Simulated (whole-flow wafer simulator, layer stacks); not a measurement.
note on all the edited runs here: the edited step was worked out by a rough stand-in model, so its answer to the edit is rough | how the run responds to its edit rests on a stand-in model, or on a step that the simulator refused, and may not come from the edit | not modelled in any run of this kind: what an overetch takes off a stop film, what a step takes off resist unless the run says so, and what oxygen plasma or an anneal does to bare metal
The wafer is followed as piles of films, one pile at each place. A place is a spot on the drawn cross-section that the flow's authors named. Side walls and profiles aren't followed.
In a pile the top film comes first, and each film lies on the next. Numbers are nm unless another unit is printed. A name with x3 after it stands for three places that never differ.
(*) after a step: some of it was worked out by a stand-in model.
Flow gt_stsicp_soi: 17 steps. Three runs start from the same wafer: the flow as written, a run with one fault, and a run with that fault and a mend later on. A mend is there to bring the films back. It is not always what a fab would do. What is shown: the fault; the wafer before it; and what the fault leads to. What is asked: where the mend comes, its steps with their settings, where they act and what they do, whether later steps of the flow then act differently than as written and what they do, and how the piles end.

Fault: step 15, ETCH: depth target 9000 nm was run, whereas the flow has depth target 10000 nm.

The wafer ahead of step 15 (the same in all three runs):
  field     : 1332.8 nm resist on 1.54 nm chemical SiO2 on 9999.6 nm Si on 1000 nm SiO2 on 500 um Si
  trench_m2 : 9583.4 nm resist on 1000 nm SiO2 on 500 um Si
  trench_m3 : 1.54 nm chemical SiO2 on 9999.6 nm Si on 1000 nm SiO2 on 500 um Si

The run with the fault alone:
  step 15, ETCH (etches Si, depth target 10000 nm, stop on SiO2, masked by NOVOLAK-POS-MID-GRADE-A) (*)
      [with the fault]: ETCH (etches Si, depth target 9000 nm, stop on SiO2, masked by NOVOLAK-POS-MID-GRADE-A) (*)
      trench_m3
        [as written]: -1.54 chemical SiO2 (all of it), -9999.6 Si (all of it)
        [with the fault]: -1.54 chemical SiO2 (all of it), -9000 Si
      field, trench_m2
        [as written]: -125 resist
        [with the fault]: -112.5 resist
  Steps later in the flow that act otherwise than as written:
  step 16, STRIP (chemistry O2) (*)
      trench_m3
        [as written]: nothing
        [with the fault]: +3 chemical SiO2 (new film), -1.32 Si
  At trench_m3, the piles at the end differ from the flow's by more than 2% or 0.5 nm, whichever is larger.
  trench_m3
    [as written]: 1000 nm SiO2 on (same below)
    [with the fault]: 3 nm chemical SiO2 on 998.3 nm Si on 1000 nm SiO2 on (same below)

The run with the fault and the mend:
  The mend stands after step 15.
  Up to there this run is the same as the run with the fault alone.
  step 15a, ETCH (etches Si, depth target 1000 nm, stop on SiO2, masked by NOVOLAK-POS-MID-GRADE-A) (*) (the flow's step 15, run once more with other settings)
      field, trench_m2
        -12.5 resist
      trench_m3
        -999.6 Si (all of it)
  None of the later steps of the flow acts differently than as written at any place that is followed.
  The piles end the same as the flow's at every place that both follow.
